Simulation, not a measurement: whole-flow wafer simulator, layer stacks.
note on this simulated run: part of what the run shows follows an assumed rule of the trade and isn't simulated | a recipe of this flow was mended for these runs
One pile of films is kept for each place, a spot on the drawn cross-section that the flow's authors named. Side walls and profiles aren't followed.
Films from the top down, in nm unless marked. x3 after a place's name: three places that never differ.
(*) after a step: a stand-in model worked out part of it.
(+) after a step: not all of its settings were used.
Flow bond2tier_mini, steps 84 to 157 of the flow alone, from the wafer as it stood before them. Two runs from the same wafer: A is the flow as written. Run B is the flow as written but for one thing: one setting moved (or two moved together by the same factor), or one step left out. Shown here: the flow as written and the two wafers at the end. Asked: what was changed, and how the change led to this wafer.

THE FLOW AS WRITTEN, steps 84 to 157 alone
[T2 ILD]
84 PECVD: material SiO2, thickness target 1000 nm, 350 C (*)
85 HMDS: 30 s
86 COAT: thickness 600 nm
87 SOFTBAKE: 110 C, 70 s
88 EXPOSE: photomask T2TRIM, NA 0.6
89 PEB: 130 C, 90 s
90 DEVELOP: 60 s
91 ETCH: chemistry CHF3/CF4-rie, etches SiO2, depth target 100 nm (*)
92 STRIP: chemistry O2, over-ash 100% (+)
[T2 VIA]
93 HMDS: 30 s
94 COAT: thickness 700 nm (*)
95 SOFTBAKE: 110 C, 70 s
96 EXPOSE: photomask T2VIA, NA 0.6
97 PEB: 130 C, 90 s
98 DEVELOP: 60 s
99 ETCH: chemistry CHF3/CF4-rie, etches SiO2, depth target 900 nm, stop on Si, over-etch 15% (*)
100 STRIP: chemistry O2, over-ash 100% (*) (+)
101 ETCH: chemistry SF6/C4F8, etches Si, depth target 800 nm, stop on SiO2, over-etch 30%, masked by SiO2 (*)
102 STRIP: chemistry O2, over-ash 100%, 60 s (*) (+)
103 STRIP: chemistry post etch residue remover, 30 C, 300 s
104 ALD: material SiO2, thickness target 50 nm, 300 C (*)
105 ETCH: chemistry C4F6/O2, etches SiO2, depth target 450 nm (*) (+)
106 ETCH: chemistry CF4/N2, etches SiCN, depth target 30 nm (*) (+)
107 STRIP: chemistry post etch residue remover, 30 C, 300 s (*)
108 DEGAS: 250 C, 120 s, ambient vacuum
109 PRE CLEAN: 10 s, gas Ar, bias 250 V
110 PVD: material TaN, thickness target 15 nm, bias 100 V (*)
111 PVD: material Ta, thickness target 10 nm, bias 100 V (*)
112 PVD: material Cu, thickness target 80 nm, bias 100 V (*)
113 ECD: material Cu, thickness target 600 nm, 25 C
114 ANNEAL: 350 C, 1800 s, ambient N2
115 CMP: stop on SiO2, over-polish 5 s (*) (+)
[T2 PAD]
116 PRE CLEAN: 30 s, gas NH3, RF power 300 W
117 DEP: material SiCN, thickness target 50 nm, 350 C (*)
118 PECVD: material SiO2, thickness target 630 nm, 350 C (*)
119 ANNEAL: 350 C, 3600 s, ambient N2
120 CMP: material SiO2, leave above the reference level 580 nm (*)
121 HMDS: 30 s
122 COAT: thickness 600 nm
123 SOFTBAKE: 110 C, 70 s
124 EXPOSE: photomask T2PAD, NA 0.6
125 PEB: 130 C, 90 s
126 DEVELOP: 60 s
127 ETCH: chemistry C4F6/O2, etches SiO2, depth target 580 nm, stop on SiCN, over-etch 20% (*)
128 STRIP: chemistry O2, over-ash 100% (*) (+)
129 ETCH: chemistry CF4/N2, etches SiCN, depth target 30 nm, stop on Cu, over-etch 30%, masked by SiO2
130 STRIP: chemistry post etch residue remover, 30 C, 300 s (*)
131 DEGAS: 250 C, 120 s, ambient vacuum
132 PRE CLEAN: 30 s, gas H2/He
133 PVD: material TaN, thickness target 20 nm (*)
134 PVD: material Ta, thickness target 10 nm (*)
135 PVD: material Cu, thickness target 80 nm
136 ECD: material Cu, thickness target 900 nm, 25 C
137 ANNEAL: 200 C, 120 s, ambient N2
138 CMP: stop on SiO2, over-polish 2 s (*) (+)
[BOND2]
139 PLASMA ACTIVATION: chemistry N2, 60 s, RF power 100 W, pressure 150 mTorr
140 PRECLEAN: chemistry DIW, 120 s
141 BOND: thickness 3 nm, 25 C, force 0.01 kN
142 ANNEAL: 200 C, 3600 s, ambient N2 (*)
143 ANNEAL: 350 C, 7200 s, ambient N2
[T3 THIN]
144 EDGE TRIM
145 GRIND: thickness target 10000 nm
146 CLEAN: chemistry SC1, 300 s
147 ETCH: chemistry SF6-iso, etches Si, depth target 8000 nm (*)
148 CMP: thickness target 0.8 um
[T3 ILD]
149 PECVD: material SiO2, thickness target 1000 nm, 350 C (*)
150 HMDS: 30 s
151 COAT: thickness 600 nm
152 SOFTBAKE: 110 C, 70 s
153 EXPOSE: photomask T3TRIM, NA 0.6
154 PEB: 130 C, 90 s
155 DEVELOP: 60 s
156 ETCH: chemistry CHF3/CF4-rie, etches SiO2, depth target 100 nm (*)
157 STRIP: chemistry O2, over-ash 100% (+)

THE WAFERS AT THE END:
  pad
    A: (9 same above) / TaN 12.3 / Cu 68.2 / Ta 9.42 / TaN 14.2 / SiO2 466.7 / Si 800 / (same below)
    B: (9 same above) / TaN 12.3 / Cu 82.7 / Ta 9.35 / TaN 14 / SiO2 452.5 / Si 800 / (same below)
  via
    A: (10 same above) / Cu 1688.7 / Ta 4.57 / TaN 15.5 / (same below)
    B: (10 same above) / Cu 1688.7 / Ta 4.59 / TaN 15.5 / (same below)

The cause: step 91, ETCH: depth target 114.4 nm was run, where the flow has depth target 100 nm.

How the change led to this, step by step:
  91 ETCH: chemistry CHF3/CF4-rie, etches SiO2, depth target 100 nm (*)
      pad, via: A SiO2 -100 | B SiO2 -114.4
      field: A thick-KrF-resist -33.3 | B thick-KrF-resist -38.1
  99 ETCH: chemistry CHF3/CF4-rie, etches SiO2, depth target 900 nm, stop on Si, over-etch 15% (*)
      via: A SiO2 -900 (all of it), Si -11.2 | B SiO2 -885.6 (all of it), Si -12.5
  100 STRIP: chemistry O2, over-ash 100% (*) (+)
      pad: A thick-KrF-resist -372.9 (all of it) | B thick-KrF-resist -384.7 (all of it)
  113 ECD: material Cu, thickness target 600 nm, 25 C
      pad: A Cu +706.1 | B Cu +721.2
